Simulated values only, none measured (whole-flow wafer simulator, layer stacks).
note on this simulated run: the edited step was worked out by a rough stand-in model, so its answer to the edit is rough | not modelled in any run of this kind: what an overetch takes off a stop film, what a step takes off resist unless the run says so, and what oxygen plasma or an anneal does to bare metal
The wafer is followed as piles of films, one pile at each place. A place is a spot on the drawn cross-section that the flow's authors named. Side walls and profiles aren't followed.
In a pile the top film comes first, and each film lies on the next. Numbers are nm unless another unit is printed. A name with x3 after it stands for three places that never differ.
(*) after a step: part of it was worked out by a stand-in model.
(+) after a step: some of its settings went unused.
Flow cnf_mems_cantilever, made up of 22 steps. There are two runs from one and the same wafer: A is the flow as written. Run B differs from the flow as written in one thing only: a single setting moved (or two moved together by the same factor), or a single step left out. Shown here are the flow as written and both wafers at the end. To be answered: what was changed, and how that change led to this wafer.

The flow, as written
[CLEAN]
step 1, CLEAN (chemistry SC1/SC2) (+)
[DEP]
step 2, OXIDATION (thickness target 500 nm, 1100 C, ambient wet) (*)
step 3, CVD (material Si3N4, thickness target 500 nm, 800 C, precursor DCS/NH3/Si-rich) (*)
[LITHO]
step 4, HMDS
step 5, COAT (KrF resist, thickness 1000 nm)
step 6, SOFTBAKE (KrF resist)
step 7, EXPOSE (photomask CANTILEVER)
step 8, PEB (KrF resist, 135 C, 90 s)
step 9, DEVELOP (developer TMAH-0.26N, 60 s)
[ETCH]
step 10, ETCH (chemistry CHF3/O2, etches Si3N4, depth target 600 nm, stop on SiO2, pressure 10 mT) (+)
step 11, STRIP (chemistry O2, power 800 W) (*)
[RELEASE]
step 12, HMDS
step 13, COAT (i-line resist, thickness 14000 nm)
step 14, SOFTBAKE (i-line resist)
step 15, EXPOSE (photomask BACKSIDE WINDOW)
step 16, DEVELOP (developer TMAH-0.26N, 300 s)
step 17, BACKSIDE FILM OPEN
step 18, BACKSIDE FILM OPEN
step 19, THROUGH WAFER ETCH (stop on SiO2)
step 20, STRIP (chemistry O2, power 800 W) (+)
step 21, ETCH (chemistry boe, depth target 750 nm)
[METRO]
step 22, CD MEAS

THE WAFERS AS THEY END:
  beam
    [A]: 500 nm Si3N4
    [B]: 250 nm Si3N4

What caused this: step 3, CVD: thickness target 250 nm was run, while the flow as written has thickness target 500 nm.
The wafer itself shows it: beam has Si3N4 250, and step 3 as written asks for 500 nm.

Step by step, how the change led to this:
  step 3, CVD (material Si3N4, thickness target 500 nm, 800 C, precursor DCS/NH3/Si-rich) (*)
      field, beam: A +500 Si3N4 (new film) | B +250 Si3N4 (new film)
  step 10, ETCH (chemistry CHF3/O2, etches Si3N4, depth target 600 nm, stop on SiO2, pressure 10 mT) (+)
      field: A -500 Si3N4 (all of it) | B -250 Si3N4 (all of it)
      beam: A -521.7 KrF resist | B -326.1 KrF resist
  step 11, STRIP (chemistry O2, power 800 W) (*)
      beam: A -419.9 KrF resist (all of it) | B -615.6 KrF resist (all of it)
